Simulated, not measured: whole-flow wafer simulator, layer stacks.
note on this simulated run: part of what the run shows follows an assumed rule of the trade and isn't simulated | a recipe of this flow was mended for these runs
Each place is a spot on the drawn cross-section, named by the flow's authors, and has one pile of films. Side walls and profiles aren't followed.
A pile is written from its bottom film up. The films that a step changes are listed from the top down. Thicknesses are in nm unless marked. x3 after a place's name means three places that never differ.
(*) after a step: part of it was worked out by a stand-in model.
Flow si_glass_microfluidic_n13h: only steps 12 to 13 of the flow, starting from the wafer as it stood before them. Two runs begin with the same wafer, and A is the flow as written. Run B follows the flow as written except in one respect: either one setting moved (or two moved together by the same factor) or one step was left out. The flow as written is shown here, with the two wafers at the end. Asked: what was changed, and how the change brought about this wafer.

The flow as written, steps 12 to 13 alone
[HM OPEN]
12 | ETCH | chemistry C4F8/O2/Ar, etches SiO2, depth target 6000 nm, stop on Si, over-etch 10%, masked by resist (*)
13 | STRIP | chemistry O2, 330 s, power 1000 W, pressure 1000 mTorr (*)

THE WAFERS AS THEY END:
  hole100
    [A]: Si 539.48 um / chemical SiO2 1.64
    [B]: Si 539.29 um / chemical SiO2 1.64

Cause: step 12, ETCH: depth target 7354 nm was run, while the flow as written has depth target 6000 nm.

The path from the change to this, step by step:
  12 | ETCH | chemistry C4F8/O2/Ar, etches SiO2, depth target 6000 nm, stop on Si, over-etch 10%, masked by resist (*)
      land: A thick-i-line-resist loses 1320 | B thick-i-line-resist loses 1617.9
      hole100: A SiO2 loses 6000 (all of it), Si loses 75 | B SiO2 loses 6000 (all of it), Si loses 261.2
  13 | STRIP | chemistry O2, 330 s, power 1000 W, pressure 1000 mTorr (*)
      land: A thick-i-line-resist loses 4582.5 (all of it) | B thick-i-line-resist loses 4284.6 (all of it)
